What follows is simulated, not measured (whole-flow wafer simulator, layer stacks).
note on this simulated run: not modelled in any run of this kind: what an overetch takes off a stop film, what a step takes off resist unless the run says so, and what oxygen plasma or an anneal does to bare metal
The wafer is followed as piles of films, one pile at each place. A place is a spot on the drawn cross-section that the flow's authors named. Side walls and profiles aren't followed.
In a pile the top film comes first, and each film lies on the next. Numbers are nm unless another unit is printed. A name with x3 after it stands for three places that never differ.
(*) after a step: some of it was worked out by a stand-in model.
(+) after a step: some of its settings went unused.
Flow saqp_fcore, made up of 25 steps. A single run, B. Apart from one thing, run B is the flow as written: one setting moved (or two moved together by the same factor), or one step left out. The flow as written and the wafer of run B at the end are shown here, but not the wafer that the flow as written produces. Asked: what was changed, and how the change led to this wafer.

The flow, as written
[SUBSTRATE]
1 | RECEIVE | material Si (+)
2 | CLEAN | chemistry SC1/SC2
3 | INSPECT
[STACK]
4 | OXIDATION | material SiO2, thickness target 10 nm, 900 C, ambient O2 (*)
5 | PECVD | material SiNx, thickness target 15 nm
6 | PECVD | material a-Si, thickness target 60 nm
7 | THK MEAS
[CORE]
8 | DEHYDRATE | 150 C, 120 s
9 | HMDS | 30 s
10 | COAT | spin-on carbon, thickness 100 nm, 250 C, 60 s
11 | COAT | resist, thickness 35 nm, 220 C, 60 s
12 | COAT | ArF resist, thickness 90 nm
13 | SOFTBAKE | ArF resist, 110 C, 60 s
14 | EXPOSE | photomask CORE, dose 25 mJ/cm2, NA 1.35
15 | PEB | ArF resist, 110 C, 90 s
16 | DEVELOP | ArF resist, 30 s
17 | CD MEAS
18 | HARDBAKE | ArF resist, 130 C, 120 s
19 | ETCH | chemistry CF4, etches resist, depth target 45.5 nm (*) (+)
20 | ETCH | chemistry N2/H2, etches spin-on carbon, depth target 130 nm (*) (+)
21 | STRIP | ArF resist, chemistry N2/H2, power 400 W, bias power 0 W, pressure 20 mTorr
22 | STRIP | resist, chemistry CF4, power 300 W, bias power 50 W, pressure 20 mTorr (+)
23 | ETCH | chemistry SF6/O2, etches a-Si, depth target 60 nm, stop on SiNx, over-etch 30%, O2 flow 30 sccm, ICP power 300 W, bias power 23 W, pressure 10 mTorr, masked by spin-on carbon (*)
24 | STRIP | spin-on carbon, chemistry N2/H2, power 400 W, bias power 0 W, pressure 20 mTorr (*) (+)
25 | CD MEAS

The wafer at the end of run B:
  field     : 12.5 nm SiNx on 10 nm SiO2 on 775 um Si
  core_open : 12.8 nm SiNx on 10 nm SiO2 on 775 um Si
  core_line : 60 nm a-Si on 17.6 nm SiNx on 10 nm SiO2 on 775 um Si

What caused this: step 5, PECVD: thickness target 17.6 nm was run, whereas the flow has thickness target 15 nm.
The wafer lets one read it off: core_line has SiNx 17.6, and step 5 as written asks for 15 nm.

Step by step, how the change led to this:
  5 | PECVD | material SiNx, thickness target 15 nm
      field, core_open, core_line: +17.6 SiNx (new film) (in the flow as written it would be: +15 SiNx (new film))
